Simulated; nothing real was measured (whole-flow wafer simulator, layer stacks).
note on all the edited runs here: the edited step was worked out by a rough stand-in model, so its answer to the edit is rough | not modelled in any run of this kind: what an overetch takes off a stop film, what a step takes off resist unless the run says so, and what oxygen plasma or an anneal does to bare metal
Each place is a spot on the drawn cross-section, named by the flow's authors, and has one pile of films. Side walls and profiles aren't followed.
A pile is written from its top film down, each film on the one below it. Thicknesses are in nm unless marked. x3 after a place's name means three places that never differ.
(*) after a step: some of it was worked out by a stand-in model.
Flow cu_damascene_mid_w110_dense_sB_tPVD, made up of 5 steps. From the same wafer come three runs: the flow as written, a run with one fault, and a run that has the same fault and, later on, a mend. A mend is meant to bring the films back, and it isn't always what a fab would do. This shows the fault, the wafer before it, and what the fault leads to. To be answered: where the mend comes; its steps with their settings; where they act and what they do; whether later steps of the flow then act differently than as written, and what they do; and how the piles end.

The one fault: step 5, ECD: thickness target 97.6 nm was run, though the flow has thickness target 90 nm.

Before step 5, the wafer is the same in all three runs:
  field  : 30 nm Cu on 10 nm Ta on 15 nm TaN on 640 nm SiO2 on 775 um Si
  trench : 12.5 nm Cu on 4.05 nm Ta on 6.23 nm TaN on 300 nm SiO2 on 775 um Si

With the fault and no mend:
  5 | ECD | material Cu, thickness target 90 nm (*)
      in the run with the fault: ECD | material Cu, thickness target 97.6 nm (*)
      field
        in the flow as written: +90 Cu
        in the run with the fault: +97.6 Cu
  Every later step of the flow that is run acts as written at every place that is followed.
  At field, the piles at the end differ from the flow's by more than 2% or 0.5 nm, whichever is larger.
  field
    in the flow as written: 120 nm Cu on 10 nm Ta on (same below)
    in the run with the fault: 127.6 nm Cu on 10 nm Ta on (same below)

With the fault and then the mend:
  The mend follows step 5.
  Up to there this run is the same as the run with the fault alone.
  5a | ETCH | chemistry cu recess dil, depth target 7.6 nm
      field, trench
        -7.6 Cu
  Every later step of the flow that is run acts as written at every place that is followed.
  By the end, the piles equal the flow's at every place that both follow.
